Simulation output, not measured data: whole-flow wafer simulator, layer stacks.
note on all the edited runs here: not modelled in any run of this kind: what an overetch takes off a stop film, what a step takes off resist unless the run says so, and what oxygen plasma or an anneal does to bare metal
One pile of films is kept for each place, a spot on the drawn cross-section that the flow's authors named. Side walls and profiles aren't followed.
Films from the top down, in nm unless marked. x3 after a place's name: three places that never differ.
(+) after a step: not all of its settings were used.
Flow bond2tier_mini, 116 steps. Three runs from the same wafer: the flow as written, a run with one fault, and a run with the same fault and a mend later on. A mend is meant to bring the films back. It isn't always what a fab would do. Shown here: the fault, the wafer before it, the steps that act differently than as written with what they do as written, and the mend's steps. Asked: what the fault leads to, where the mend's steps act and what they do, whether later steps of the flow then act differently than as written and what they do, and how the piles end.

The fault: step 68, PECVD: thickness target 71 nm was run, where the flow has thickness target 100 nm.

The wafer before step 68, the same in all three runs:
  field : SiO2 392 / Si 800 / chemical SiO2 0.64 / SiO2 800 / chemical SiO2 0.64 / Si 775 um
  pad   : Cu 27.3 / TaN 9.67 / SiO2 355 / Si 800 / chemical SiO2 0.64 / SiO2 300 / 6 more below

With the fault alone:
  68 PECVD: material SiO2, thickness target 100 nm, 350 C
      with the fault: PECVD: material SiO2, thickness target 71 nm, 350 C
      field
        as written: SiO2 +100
        with the fault: SiO2 +71
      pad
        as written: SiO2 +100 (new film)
        with the fault: SiO2 +71 (new film)
  Later steps of the flow that act differently than as written (1 more step differs only slightly, by at most 2% or 0.5 nm, whichever is larger, and isn't shown):
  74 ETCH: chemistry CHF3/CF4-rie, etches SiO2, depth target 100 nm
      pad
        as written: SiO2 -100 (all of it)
        with the fault: SiO2 -71 (all of it), Cu -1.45
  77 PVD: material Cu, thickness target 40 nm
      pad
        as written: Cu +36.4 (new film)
        with the fault: Cu +37.4 (new film)
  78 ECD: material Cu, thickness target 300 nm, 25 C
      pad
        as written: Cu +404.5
        with the fault: Cu +375.7
  At the end the piles differ from the flow's by more than 2% or 0.5 nm, whichever is larger, at field, pad.
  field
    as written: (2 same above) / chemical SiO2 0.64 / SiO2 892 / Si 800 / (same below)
    with the fault: (2 same above) / chemical SiO2 0.64 / SiO2 863 / Si 800 / (same below)
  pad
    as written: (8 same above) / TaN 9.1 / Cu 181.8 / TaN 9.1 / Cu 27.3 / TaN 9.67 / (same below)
    with the fault: (8 same above) / TaN 9.1 / Cu 154 / TaN 9.39 / Cu 25.9 / TaN 9.67 / (same below)

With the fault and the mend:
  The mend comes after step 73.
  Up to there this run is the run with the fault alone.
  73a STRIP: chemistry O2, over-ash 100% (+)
      field
        KrF resist -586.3 (all of it)
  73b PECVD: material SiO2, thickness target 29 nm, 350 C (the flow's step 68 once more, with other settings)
      field, pad
        SiO2 +29
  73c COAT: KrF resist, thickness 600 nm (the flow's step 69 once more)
      field, pad
        KrF resist +600 (new film)
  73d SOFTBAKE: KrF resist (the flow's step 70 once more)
      changes no film at any place that is followed
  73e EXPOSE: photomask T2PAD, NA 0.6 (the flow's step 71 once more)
      changes no film at any place that is followed
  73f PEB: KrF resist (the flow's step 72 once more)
      changes no film at any place that is followed
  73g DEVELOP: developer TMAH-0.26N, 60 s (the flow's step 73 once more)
      field
        KrF resist -13.7
      pad
        KrF resist -600 (all of it)
  No later step of the flow acts differently than as written at any place that is followed.
  At the end the piles are the same as the flow's at every place that both follow.
